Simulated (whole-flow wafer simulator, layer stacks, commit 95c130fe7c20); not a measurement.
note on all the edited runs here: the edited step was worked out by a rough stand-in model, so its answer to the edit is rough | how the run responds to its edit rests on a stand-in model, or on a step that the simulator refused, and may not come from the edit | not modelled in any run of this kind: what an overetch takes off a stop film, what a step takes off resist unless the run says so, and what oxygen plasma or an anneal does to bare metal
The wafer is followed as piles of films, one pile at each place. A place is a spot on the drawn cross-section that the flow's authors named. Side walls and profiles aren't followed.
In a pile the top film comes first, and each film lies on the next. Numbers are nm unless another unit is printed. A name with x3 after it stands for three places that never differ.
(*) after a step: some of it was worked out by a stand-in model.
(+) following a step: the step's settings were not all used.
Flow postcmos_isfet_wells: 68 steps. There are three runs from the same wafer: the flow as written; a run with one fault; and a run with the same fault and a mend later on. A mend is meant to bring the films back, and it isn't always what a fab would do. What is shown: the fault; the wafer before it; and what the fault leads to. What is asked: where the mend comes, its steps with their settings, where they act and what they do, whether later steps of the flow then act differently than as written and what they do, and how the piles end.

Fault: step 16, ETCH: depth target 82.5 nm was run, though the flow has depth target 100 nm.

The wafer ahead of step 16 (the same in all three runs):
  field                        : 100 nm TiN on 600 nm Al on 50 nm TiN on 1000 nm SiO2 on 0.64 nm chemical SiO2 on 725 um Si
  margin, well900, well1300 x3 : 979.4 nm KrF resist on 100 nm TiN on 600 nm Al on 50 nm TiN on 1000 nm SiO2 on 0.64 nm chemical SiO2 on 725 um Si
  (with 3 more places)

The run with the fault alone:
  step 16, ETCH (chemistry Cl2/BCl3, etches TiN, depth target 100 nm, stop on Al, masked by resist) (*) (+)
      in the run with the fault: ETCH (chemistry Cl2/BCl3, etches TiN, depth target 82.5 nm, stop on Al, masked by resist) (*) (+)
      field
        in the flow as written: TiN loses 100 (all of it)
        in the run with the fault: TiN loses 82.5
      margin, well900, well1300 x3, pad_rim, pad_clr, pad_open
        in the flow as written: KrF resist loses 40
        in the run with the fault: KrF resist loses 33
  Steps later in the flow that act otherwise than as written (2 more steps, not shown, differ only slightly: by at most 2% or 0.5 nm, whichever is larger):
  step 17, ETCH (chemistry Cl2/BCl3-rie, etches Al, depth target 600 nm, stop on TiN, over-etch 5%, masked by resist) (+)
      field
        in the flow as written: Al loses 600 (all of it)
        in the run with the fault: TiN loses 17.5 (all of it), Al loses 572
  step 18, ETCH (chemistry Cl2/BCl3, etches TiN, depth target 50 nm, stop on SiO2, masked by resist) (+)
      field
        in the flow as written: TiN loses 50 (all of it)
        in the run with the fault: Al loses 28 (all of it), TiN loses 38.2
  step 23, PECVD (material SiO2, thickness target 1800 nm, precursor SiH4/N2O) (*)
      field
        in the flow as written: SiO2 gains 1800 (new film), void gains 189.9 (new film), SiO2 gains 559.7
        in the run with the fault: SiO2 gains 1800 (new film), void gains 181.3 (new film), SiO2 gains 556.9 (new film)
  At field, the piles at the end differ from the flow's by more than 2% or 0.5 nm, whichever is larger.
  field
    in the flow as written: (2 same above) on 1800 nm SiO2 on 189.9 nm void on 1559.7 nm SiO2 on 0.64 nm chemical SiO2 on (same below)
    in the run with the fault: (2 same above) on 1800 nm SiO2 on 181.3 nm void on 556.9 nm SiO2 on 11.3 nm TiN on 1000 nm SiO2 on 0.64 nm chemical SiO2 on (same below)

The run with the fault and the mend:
  The mend stands after step 16.
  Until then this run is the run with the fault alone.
  step 16a, ETCH (chemistry Cl2/BCl3, etches TiN, depth target 17.5 nm, stop on Al, masked by resist) (a further turn of the flow's step 16, with different settings)
      margin, well900, well1300 x3, pad_rim, pad_clr, pad_open
        KrF resist loses 7
      field
        TiN loses 17.5 (all of it)
  Every later step of the flow that is run acts as written at every place that is followed.
  At every place that both follow, the piles at the end match the flow's.
